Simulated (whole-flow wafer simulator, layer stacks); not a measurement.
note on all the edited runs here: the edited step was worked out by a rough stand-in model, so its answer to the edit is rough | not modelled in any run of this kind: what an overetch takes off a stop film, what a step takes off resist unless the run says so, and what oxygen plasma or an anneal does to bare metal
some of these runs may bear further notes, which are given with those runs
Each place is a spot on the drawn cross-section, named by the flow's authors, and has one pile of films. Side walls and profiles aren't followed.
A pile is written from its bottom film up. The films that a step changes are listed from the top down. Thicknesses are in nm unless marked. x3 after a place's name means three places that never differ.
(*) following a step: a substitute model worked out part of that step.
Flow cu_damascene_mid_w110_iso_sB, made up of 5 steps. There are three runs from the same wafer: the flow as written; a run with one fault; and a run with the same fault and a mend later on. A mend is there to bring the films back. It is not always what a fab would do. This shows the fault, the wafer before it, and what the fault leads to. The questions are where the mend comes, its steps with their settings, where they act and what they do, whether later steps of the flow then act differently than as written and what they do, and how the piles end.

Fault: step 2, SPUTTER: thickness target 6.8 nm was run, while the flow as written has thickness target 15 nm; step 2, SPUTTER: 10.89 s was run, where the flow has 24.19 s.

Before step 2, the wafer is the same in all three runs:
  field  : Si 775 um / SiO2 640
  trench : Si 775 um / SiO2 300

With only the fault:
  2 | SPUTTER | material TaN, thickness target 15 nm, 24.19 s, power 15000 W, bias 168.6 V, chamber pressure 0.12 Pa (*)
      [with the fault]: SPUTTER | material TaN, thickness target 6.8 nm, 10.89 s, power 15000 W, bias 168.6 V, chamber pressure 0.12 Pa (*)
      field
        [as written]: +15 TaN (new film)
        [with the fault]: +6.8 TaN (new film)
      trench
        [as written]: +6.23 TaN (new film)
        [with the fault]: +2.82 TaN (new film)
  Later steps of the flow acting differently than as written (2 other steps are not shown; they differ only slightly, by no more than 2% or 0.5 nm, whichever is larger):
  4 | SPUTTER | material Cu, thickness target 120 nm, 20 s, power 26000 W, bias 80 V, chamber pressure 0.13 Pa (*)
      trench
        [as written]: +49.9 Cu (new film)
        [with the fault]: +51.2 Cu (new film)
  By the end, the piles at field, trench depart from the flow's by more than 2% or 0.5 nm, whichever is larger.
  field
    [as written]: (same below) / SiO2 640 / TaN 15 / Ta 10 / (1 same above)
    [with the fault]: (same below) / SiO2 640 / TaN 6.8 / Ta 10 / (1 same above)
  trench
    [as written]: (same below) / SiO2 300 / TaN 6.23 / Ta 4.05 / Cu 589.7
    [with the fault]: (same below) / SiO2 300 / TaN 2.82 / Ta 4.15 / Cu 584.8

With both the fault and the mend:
  The mend follows step 2.
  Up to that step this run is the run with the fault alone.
  2a | SPUTTER | material TaN, thickness target 8.2 nm, 13.22 s, power 15000 W, bias 168.6 V, chamber pressure 0.12 Pa (*) (a further turn of the flow's step 2, with different settings)
      field
        +8.2 TaN
      trench
        +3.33 TaN
  Later steps of the flow that are run all act as written at every place that is followed, up to a difference of at most 2% or 0.5 nm, whichever is larger.
  When the end is reached, the piles differ only a little from the flow's at the places that both follow, at most by 2% or 0.5 nm, whichever is larger.
